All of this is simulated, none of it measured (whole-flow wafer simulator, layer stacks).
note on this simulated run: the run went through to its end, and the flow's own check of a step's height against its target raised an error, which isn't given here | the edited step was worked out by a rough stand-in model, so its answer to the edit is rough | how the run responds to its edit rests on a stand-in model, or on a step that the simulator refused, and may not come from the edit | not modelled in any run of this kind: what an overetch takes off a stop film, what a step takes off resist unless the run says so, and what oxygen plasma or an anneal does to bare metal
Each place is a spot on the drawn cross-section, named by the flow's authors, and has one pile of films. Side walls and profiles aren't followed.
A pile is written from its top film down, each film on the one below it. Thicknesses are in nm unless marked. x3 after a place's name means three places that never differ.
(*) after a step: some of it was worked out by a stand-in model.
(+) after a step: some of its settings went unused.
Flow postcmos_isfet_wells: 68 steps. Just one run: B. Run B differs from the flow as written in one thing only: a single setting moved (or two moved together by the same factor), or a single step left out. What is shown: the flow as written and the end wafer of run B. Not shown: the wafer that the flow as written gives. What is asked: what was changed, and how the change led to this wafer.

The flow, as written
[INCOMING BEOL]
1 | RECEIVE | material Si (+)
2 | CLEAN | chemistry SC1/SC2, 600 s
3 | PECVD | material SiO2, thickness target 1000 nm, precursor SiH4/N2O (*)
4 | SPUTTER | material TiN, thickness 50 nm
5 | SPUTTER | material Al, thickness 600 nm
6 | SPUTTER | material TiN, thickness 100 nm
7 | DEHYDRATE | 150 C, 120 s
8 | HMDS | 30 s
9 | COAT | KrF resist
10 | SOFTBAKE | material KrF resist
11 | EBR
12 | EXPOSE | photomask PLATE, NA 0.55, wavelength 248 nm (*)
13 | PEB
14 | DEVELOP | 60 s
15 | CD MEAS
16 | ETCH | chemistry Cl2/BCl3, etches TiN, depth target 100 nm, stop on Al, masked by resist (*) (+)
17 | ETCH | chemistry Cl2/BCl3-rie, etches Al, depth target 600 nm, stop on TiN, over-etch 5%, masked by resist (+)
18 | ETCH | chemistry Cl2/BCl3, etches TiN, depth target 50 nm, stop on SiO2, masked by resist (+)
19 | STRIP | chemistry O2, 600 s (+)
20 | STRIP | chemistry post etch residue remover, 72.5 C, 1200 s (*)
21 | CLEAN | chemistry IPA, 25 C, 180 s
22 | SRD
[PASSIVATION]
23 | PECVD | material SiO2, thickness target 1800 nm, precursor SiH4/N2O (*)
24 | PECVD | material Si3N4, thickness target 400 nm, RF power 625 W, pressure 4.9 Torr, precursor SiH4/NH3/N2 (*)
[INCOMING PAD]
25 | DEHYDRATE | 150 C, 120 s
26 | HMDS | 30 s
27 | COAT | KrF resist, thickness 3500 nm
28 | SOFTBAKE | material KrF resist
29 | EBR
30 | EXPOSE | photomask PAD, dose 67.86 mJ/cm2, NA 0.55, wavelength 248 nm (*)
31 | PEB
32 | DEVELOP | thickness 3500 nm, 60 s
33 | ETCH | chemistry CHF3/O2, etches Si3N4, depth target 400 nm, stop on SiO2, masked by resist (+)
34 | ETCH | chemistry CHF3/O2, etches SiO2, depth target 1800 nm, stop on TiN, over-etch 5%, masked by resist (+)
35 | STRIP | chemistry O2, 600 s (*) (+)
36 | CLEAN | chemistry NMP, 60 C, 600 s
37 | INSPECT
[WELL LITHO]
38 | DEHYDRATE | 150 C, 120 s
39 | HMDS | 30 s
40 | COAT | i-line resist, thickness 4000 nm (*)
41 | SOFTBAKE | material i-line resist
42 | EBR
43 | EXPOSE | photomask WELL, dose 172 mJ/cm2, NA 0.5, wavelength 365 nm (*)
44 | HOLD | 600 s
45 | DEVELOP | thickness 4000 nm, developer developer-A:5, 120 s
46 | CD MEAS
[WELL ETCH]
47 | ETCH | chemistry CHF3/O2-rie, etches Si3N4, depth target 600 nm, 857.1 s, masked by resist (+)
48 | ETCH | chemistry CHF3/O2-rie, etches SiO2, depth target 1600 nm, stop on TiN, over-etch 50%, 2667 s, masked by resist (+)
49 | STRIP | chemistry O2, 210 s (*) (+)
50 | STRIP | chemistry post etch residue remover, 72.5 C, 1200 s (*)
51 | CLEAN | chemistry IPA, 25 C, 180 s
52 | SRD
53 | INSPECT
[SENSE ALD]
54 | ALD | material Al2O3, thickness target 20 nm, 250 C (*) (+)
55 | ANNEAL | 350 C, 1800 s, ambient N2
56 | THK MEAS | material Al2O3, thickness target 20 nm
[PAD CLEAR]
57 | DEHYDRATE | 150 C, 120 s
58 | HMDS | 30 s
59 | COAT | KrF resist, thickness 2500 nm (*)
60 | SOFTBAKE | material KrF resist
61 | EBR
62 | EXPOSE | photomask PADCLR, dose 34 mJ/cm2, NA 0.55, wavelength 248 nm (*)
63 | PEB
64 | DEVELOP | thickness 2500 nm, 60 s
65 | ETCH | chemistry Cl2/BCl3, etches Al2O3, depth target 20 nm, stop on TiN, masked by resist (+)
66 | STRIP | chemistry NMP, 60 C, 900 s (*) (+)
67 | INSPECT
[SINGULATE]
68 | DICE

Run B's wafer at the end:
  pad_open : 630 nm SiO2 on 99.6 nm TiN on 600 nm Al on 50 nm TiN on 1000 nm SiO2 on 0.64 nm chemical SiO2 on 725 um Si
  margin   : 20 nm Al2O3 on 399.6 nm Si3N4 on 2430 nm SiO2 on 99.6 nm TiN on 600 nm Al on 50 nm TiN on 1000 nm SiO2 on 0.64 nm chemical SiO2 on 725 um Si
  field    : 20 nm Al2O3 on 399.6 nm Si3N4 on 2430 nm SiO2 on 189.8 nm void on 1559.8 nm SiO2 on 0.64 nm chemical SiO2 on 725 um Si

The reason: step 23, PECVD: thickness target 2430 nm was run, while the flow as written has thickness target 1800 nm.
The wafer itself shows it: margin has SiO2 2430, and step 23 as written asks for 1800 nm.

The path from the change to this, step by step:
  23 | PECVD | material SiO2, thickness target 1800 nm, precursor SiH4/N2O (*)
      margin, well900, well1300 x3, pad_rim, pad_clr, pad_open: SiO2 gains 2430 (new film) (as written it would have been: SiO2 gains 1800 (new film))
      field: SiO2 gains 2430 (new film), void gains 189.8 (new film), SiO2 gains 559.8 (as written it would have been: SiO2 gains 1800 (new film), void gains 189.9 (new film), SiO2 gains 559.7)
  34 | ETCH | chemistry CHF3/O2, etches SiO2, depth target 1800 nm, stop on TiN, over-etch 5%, masked by resist (+)
      pad_open: SiO2 loses 1800 (as written it would have been: SiO2 loses 1800 (all of it))
  48 | ETCH | chemistry CHF3/O2-rie, etches SiO2, depth target 1600 nm, stop on TiN, over-etch 50%, 2667 s, masked by resist (+)
      well900, well1300 x3: SiO2 loses 2230 (all of it) (as written it would have been: SiO2 loses 1600 (all of it))
  59 | COAT | KrF resist, thickness 2500 nm (*)
      field: KrF resist gains 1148 (new film) (as written it would have been: KrF resist gains 1449 (new film))
      margin: KrF resist gains 1147.9 (new film) (as written it would have been: KrF resist gains 1448.9 (new film))
  63 | PEB
      field, margin: KrF resist loses 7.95 (as written it would have been: KrF resist loses 10.1)
  66 | STRIP | chemistry NMP, 60 C, 900 s (*) (+)
      field: KrF resist loses 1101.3 (all of it) (as written it would have been: KrF resist loses 1400.1 (all of it))
      margin: KrF resist loses 1101.2 (all of it) (as written it would have been: KrF resist loses 1400.1 (all of it))
